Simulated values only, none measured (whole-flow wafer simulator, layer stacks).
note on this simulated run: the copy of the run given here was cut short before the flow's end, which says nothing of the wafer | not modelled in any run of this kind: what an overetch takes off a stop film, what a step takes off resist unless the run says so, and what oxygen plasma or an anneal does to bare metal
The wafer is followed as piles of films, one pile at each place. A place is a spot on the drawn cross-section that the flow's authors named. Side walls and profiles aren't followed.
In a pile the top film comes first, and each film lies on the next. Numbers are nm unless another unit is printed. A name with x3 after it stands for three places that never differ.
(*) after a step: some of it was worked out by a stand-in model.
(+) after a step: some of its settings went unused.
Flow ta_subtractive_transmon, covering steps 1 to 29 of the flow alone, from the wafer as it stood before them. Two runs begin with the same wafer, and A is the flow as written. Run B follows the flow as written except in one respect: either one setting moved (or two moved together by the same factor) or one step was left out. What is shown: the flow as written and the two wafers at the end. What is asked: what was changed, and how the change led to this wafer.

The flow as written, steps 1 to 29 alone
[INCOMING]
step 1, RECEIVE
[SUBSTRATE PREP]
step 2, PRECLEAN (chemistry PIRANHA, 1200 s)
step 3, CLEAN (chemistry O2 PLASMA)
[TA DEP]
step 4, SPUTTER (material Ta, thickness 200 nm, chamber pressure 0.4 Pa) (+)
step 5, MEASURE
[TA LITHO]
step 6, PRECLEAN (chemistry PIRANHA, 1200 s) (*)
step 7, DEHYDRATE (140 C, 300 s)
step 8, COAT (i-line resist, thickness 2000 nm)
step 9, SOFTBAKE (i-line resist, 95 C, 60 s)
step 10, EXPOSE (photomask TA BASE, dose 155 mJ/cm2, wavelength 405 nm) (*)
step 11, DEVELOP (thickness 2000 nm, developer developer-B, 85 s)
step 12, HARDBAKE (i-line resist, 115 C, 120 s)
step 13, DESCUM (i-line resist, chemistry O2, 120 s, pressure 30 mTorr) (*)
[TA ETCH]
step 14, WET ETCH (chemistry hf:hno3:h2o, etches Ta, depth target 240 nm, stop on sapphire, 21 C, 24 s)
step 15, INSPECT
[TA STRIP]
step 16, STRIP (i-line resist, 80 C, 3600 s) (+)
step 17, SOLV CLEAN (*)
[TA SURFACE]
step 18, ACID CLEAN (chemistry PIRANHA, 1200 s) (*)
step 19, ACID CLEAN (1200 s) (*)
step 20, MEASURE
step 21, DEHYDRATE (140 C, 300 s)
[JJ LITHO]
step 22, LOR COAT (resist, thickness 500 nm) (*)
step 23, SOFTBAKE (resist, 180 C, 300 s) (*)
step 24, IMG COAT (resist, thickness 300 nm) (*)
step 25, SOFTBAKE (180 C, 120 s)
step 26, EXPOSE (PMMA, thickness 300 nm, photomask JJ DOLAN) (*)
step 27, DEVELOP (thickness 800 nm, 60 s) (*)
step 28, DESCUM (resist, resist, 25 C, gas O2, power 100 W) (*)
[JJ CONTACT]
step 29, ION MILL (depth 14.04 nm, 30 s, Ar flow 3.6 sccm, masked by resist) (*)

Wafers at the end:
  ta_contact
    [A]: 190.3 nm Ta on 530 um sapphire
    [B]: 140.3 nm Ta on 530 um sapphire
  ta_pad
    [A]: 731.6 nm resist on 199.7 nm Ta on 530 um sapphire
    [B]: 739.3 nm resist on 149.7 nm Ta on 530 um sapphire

Cause: step 4, SPUTTER: thickness 150 nm was run, whereas the flow has thickness 200 nm.

The path from the change to this, step by step:
  step 4, SPUTTER (material Ta, thickness 200 nm, chamber pressure 0.4 Pa) (+)
      field x2, jj_line, lead, ta_contact, ta_pad: A Ta gains 200 (new film) | B Ta gains 150 (new film)
  step 14, WET ETCH (chemistry hf:hno3:h2o, etches Ta, depth target 240 nm, stop on sapphire, 21 C, 24 s)
      field x2, jj_line, lead: A Ta loses 200 (all of it) | B Ta loses 150 (all of it)
  step 22, LOR COAT (resist, thickness 500 nm) (*)
      lead: A resist gains 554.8 (new film) | B resist gains 541.8 (new film)
      ta_contact: A resist gains 443.8 (new film) | B resist gains 456.8 (new film)
  step 27, DEVELOP (thickness 800 nm, 60 s) (*)
      ta_contact: A resist loses 731.2 (all of it) | B resist loses 747.6 (all of it)
